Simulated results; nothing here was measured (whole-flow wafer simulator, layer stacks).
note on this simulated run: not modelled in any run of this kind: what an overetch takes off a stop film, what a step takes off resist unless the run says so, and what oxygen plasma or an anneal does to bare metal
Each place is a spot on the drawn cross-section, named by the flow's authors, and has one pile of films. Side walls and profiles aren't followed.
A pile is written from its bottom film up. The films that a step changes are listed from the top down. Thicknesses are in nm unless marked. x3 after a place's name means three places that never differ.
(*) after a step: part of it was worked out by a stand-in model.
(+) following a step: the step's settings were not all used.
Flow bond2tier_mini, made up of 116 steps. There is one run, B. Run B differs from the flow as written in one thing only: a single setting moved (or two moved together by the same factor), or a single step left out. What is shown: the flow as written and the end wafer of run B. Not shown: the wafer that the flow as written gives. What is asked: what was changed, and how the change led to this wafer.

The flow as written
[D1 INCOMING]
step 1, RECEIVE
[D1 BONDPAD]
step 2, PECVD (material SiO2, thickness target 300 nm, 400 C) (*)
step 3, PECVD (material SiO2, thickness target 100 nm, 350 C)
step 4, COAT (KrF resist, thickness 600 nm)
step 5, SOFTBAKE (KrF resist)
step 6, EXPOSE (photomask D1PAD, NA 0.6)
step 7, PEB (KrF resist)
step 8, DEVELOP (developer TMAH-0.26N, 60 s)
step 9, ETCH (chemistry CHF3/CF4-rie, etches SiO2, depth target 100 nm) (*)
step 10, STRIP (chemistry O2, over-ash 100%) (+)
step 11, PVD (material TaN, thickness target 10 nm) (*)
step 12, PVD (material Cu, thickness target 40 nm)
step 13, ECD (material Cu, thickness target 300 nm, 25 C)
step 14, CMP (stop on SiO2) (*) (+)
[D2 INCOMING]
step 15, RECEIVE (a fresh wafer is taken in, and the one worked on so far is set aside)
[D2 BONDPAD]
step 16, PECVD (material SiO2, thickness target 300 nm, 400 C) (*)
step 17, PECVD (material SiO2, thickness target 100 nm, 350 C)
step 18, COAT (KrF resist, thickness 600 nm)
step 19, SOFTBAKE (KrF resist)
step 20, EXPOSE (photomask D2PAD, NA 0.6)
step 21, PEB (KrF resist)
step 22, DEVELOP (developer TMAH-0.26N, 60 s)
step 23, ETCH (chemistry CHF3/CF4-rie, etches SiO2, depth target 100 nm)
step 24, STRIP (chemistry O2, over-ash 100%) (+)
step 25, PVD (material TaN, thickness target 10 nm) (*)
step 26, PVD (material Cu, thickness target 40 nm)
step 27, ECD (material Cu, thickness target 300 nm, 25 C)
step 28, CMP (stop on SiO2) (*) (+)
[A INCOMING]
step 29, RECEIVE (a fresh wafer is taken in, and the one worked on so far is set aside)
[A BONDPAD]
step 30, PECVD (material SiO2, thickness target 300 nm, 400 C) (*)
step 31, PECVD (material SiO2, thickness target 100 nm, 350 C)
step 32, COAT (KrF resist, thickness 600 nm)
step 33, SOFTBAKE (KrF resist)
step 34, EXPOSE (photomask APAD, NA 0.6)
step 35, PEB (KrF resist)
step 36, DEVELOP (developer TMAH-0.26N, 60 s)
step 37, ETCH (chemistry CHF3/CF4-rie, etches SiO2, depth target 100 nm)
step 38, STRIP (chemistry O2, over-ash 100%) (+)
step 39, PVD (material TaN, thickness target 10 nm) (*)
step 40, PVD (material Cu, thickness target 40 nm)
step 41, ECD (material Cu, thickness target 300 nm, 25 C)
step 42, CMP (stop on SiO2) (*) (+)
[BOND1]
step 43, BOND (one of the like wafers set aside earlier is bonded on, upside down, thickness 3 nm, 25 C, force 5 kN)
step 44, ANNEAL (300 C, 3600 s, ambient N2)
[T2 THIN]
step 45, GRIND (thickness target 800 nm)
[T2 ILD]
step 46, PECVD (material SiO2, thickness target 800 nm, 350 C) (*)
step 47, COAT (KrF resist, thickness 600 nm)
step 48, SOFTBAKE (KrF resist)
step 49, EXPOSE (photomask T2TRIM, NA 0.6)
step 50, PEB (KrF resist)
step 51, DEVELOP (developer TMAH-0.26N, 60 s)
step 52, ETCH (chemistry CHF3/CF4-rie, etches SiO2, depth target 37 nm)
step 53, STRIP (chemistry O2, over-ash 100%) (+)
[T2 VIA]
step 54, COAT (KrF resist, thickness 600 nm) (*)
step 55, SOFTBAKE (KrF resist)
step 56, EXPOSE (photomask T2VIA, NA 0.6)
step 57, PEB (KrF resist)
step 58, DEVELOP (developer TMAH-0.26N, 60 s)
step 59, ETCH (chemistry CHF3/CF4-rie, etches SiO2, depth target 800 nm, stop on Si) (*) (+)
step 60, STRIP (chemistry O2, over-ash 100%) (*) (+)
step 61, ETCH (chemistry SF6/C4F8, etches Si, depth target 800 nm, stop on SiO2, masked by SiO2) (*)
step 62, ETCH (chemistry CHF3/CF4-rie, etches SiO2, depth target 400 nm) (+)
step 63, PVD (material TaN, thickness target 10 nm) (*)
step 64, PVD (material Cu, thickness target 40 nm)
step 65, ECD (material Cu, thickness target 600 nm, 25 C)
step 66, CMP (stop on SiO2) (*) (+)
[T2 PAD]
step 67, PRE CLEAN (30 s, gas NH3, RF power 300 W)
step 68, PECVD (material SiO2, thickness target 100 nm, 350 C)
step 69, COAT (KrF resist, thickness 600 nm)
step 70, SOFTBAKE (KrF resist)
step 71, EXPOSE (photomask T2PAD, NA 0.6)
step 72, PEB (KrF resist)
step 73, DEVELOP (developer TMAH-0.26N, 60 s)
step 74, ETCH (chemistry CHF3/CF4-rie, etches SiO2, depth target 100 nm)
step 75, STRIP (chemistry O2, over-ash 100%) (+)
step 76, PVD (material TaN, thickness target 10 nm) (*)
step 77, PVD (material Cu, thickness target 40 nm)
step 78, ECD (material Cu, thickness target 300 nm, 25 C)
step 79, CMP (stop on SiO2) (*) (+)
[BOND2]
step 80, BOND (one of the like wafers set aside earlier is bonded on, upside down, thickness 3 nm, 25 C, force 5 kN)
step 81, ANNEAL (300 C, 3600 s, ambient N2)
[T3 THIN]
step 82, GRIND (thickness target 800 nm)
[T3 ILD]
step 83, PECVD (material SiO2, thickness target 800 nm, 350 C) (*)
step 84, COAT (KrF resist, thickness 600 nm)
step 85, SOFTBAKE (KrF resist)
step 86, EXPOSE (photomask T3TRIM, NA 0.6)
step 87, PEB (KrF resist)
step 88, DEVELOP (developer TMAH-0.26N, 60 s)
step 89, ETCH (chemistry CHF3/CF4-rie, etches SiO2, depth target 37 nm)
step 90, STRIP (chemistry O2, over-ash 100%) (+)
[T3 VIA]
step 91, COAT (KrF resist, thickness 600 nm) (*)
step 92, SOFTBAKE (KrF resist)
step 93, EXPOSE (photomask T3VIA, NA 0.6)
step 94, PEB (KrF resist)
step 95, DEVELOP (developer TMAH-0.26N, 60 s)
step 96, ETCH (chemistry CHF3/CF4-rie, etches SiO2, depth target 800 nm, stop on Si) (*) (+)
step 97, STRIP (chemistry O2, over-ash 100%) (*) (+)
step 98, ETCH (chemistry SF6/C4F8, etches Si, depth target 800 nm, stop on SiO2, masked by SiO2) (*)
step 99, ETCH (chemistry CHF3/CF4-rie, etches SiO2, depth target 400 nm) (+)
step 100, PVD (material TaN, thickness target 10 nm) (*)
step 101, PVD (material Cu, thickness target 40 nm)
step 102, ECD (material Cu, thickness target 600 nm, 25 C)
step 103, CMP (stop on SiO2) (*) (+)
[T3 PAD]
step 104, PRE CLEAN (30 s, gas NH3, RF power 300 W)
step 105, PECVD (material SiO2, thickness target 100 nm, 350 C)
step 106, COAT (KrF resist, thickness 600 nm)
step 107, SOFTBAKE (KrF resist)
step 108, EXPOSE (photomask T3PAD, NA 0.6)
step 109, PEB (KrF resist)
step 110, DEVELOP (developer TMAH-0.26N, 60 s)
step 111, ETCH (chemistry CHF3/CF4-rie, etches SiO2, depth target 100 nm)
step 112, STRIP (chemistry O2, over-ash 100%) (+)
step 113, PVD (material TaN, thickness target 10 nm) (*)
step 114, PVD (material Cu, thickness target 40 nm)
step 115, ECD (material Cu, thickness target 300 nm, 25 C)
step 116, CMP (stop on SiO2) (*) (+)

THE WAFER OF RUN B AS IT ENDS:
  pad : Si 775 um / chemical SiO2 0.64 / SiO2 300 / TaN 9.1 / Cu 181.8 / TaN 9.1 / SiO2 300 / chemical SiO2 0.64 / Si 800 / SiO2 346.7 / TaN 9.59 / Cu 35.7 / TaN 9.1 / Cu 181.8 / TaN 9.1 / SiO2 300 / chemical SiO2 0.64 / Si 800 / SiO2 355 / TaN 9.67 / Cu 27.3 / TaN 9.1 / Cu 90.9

The reason: step 52, ETCH: depth target 45.3 nm was run, while the flow as written has depth target 37 nm.

How this came from the change, step by step:
  step 52, ETCH (chemistry CHF3/CF4-rie, etches SiO2, depth target 37 nm)
      pad, via: SiO2 loses 45.3 (as written it would have been: SiO2 loses 37)
      field: KrF resist loses 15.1 (as written it would have been: KrF resist loses 12.3)
